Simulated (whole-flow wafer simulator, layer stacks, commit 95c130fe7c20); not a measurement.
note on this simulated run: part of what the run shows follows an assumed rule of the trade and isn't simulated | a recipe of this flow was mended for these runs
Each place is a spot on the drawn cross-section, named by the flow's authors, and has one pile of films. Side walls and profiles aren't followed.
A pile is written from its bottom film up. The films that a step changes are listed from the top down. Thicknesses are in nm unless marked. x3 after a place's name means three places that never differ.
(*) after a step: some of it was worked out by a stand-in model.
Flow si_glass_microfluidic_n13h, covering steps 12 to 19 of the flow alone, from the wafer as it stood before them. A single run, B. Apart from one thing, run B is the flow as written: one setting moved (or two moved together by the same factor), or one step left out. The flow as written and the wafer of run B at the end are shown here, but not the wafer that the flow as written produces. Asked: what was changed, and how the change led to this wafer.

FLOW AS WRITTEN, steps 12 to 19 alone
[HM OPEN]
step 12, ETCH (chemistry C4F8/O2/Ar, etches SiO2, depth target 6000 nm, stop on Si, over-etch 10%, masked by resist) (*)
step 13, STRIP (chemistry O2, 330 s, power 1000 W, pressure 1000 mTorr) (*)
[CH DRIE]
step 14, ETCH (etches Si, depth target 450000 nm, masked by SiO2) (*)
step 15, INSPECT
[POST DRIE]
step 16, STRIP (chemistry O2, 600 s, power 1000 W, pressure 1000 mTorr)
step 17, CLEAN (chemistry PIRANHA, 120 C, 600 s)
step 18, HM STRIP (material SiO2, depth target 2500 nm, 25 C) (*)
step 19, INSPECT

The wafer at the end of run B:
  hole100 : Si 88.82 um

Cause: step 12, ETCH: over-etch 12.4% was run, while the flow as written has over-etch 10%.

Step by step, how the change led to this:
  step 12, ETCH (chemistry C4F8/O2/Ar, etches SiO2, depth target 6000 nm, stop on Si, over-etch 10%, masked by resist) (*)
      land: thick-i-line-resist loses 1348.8 (as written it would have been: thick-i-line-resist loses 1320)
      hole100: SiO2 loses 6000 (all of it), Si loses 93 (as written it would have been: SiO2 loses 6000 (all of it), Si loses 75)
